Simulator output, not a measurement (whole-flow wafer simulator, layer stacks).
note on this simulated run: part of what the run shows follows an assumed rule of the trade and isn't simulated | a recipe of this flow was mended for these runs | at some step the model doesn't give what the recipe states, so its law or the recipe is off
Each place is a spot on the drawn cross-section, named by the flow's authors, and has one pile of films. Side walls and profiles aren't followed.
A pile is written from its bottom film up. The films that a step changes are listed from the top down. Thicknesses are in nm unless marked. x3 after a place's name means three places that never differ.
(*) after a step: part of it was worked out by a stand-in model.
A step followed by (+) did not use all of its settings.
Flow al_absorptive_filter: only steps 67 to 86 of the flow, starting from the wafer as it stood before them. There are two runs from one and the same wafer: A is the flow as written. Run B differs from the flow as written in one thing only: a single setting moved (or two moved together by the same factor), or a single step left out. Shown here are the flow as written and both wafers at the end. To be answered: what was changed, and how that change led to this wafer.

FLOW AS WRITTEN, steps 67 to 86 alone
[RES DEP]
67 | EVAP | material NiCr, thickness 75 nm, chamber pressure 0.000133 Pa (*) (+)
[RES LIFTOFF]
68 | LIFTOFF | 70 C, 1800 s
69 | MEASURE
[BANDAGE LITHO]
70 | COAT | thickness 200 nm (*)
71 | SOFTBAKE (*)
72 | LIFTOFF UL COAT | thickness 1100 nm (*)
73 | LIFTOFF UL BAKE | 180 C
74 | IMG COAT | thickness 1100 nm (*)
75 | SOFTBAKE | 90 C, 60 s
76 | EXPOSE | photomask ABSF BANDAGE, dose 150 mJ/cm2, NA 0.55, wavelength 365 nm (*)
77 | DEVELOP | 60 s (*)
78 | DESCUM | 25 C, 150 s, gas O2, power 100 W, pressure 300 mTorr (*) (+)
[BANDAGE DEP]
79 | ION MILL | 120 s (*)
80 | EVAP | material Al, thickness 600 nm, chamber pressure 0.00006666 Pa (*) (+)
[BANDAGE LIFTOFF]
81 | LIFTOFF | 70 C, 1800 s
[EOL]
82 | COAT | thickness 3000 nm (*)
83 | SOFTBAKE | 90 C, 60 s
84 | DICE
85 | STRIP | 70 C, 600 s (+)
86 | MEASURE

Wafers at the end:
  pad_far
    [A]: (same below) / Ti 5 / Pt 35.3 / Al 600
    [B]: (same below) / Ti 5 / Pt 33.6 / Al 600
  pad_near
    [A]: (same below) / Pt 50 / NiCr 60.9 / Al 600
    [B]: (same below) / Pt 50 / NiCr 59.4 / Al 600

The reason: step 79, ION MILL: 134 s was run, while the flow as written has 120 s.

How this came from the change, step by step:
  79 | ION MILL | 120 s (*)
      gnd, ledge, res and 9 more: A i-line-resist loses 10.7 | B i-line-resist loses 11.9
      pad_far: A Pt loses 14.7 | B Pt loses 16.4
      (as well as at 1 more place)
